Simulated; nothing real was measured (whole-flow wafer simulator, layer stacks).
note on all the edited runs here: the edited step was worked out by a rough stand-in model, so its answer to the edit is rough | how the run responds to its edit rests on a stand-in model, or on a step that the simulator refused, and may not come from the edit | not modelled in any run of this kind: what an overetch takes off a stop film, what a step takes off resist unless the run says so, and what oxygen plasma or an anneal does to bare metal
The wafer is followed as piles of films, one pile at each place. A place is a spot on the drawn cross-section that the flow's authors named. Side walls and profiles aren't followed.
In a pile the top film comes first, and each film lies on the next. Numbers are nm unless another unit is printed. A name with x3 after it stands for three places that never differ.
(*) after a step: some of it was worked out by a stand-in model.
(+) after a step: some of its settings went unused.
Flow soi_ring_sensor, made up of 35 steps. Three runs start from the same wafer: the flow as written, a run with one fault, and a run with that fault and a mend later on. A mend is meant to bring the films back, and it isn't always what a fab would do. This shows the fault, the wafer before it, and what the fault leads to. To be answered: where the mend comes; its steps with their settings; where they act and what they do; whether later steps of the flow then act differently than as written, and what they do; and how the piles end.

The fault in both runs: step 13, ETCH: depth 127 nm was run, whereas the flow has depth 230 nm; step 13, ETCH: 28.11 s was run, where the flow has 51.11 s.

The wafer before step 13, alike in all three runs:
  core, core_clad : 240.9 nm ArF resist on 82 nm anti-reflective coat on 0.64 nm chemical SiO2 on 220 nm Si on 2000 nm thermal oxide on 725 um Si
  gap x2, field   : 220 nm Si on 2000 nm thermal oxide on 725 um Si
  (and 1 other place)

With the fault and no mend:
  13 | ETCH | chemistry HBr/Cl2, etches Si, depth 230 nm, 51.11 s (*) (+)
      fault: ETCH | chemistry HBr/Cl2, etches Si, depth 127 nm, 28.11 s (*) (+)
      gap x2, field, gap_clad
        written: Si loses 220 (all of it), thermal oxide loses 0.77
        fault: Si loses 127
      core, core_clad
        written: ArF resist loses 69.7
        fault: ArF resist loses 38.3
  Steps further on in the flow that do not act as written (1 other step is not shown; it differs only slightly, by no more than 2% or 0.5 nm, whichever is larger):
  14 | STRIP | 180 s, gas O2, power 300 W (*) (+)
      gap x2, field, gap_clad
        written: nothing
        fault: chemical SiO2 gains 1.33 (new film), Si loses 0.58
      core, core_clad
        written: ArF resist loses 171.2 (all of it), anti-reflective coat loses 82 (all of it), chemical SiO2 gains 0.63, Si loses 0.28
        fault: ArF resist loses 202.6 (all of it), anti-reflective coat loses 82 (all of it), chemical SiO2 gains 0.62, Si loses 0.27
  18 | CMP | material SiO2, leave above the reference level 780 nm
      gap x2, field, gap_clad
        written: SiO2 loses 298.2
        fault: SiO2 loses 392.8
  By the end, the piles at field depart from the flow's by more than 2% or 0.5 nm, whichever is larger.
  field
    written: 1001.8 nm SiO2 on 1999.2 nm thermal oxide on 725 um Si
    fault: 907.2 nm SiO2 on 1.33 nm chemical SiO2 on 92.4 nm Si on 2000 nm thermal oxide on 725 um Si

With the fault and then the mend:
  The mend follows step 13.
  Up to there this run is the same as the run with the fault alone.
  13a | ETCH | chemistry HBr/Cl2, etches Si, depth 103 nm, 22.89 s (*) (+) (the flow's step 13, run once more with other settings)
      gap x2, field, gap_clad
        Si loses 93 (all of it), thermal oxide loses 0.77
      core, core_clad
        ArF resist loses 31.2
  None of the later steps of the flow differs from how it acts as written, at any place that is followed, by more than 2% or 0.5 nm, whichever is larger.
  At every place that both follow, the piles at the end match the flow's.
